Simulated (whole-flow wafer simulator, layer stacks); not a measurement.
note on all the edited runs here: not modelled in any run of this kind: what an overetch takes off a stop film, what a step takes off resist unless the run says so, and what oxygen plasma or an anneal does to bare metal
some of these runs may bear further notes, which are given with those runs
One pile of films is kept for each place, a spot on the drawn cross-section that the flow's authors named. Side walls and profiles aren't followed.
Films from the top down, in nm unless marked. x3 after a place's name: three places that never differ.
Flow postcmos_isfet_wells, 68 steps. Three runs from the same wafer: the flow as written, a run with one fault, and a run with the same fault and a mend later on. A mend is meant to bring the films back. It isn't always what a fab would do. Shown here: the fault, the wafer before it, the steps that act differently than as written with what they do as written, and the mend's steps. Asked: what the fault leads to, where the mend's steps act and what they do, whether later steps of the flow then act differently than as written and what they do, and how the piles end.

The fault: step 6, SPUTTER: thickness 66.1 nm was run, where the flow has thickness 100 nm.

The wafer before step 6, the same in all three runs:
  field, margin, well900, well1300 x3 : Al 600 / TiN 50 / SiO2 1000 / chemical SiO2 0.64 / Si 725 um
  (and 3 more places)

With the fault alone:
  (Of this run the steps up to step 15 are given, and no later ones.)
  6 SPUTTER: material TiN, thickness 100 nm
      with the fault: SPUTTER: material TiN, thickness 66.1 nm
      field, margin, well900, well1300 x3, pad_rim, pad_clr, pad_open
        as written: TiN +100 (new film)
        with the fault: TiN +66.1 (new film)
  No later step of the flow up to step 15 acts differently than as written at any place that is followed.
  After step 15 the piles differ from the flow's by more than 2% or 0.5 nm, whichever is larger, at field, margin, well900, well1300 x3, pad_rim, pad_clr, pad_open.
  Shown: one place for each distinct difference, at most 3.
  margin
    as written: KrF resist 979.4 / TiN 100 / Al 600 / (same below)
    with the fault: KrF resist 979.4 / TiN 66.1 / Al 600 / (same below)
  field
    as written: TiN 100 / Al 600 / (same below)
    with the fault: TiN 66.1 / Al 600 / (same below)

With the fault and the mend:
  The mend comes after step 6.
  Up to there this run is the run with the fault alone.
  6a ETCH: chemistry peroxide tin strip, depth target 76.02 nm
      field, margin, well900, well1300 x3, pad_rim, pad_clr, pad_open
        TiN -66.1 (all of it)
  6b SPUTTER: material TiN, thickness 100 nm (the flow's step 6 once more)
      field, margin, well900, well1300 x3, pad_rim, pad_clr, pad_open
        TiN +100 (new film)
  No later step of the flow acts differently than as written at any place that is followed.
  At the end the piles are the same as the flow's at every place that both follow.
